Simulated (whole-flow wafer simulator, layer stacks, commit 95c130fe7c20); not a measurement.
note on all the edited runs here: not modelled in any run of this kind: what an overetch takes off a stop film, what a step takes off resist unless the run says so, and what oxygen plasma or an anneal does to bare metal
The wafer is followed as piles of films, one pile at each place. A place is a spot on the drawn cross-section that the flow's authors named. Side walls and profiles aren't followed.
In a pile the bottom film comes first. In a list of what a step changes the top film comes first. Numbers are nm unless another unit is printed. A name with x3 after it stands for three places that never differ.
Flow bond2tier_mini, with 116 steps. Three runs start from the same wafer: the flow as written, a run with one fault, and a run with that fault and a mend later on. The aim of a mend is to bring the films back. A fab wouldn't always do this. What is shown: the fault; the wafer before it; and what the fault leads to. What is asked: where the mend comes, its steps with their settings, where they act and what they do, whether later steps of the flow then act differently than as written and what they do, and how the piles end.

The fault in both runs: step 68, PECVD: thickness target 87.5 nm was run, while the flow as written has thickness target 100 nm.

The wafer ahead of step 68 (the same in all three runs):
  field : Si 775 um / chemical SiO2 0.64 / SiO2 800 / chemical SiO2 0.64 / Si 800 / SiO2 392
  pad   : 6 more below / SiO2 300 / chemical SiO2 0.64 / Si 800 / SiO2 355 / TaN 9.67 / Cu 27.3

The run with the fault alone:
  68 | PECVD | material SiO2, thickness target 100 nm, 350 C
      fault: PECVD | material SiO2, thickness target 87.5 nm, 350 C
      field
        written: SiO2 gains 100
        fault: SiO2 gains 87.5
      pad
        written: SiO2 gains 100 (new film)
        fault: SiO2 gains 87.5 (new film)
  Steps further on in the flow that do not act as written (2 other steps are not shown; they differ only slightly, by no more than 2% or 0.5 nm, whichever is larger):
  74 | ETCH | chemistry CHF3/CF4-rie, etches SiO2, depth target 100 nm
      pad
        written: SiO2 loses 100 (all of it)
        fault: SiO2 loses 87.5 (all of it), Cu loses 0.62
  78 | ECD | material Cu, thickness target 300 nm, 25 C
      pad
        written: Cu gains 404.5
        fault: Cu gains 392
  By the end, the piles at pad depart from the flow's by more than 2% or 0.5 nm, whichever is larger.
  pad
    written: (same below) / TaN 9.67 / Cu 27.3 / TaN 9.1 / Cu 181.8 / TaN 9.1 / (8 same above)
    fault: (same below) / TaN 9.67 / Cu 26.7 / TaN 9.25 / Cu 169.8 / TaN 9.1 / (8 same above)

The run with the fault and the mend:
  The mend follows step 68.
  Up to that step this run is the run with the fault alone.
  68a | PECVD | material SiO2, thickness target 12.5 nm, 350 C (the flow's step 68 again, with other settings)
      field, pad
        SiO2 gains 12.5
  None of the later steps of the flow acts differently than as written at any place that is followed.
  By the end, the piles equal the flow's at every place that both follow.
